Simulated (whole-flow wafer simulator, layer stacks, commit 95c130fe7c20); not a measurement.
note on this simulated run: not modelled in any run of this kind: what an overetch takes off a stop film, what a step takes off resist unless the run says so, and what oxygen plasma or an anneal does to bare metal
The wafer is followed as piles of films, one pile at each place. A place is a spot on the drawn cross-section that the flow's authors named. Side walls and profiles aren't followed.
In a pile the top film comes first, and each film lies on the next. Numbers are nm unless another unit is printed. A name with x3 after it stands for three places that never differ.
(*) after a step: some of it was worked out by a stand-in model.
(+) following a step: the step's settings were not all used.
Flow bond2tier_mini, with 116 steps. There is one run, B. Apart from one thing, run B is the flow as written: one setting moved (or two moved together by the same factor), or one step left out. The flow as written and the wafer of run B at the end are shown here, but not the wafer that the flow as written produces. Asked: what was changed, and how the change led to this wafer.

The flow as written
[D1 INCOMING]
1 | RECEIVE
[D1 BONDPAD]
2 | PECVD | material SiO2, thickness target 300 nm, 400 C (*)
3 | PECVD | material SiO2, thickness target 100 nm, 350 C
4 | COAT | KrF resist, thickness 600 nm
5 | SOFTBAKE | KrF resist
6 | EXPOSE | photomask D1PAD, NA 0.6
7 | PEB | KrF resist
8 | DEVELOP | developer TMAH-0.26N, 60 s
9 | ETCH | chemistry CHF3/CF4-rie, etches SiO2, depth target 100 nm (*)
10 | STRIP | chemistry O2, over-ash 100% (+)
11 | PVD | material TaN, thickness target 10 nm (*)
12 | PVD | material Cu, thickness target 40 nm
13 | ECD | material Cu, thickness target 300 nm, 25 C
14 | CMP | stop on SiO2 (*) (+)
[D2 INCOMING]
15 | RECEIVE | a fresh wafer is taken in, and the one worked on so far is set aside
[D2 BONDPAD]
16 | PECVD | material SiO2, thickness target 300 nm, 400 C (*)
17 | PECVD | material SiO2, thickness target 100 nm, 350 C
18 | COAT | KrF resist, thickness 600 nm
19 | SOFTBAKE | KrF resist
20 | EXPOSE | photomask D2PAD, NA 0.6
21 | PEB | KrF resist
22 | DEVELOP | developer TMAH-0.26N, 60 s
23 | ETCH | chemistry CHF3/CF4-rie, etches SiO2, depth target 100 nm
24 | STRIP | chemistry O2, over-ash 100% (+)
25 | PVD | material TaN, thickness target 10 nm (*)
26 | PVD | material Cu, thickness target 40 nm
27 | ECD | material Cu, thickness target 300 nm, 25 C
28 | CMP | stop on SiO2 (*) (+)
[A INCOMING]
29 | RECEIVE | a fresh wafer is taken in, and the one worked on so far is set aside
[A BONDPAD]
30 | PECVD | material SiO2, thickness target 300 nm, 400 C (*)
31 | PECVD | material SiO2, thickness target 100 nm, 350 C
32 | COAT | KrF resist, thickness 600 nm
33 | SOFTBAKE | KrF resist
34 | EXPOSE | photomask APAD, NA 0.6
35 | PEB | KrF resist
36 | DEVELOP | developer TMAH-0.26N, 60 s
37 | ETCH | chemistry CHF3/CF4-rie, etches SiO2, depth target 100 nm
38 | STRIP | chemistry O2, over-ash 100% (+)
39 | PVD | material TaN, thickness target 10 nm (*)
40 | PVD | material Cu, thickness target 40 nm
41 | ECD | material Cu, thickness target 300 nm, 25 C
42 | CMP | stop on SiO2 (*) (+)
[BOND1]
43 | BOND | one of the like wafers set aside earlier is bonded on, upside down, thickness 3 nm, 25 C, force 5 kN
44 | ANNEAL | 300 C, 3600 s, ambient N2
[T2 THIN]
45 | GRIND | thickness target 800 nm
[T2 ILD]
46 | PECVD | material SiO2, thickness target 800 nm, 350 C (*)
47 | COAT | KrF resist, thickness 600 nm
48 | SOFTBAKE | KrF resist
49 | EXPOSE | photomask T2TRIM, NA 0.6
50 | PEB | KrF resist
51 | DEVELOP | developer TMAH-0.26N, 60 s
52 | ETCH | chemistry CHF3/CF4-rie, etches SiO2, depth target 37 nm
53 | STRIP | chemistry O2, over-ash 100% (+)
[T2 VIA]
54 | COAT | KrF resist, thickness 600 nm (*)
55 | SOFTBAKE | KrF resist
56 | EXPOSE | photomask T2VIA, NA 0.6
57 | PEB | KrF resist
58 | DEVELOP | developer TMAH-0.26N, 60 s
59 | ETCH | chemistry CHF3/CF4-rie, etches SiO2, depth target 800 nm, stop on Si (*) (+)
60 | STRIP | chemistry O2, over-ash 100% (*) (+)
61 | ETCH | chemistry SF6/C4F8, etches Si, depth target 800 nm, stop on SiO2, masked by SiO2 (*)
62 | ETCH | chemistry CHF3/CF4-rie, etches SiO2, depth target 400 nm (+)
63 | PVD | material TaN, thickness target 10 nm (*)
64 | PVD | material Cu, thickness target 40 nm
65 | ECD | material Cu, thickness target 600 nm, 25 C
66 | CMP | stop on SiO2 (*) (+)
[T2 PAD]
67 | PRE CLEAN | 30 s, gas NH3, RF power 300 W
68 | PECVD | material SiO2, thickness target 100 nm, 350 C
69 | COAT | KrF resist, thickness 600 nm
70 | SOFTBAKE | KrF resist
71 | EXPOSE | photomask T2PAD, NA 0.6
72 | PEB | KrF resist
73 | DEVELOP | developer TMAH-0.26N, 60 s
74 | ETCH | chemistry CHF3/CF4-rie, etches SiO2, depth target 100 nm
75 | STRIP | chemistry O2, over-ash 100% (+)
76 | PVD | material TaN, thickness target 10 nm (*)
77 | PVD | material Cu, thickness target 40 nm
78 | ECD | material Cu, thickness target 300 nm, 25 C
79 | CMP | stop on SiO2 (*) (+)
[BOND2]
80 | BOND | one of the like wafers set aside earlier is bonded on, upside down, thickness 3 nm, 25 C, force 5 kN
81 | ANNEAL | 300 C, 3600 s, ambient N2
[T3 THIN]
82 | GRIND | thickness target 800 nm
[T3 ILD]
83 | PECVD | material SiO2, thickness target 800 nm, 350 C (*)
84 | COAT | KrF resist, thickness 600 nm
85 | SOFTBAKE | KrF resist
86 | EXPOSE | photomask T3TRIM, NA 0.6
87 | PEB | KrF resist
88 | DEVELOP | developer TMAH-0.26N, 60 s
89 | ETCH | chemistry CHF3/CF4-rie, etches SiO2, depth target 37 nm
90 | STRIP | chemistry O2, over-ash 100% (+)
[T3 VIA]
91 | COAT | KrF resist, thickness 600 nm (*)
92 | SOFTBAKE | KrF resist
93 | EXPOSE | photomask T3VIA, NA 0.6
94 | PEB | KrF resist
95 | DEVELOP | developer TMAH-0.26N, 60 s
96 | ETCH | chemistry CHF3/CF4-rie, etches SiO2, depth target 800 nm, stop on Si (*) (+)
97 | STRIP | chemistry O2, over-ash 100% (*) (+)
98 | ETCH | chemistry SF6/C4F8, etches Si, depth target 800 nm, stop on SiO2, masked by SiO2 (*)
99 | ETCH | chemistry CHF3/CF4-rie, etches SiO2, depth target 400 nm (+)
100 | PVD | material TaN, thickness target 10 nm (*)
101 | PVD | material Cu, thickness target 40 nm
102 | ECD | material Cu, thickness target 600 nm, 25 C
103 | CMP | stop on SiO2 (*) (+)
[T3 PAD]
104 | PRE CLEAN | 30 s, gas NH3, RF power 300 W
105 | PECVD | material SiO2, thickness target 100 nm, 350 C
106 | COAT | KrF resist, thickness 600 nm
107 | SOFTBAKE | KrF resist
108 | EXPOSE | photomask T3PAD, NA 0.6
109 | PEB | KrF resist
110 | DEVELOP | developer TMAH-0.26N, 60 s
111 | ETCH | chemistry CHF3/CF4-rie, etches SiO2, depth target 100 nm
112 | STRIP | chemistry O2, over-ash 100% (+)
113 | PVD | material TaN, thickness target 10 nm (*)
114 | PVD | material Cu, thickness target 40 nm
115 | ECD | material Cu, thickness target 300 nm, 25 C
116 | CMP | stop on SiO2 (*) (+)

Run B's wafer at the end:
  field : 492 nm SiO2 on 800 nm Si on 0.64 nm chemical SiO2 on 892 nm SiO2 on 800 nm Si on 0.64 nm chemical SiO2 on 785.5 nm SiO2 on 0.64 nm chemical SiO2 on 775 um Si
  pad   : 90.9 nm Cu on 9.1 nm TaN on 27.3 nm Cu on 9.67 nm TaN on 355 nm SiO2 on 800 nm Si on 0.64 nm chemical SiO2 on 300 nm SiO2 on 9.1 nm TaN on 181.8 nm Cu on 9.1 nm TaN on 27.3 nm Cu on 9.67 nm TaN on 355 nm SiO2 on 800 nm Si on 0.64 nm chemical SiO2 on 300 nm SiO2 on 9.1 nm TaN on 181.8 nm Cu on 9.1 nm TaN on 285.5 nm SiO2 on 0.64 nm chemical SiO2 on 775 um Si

The reason: step 31, PECVD: 407 C was run, while the flow as written has 350 C.

The path from the change to this, step by step:
  31 | PECVD | material SiO2, thickness target 100 nm, 350 C
      field, pad, via: SiO2 gains 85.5 (it would be, as written: SiO2 gains 100)
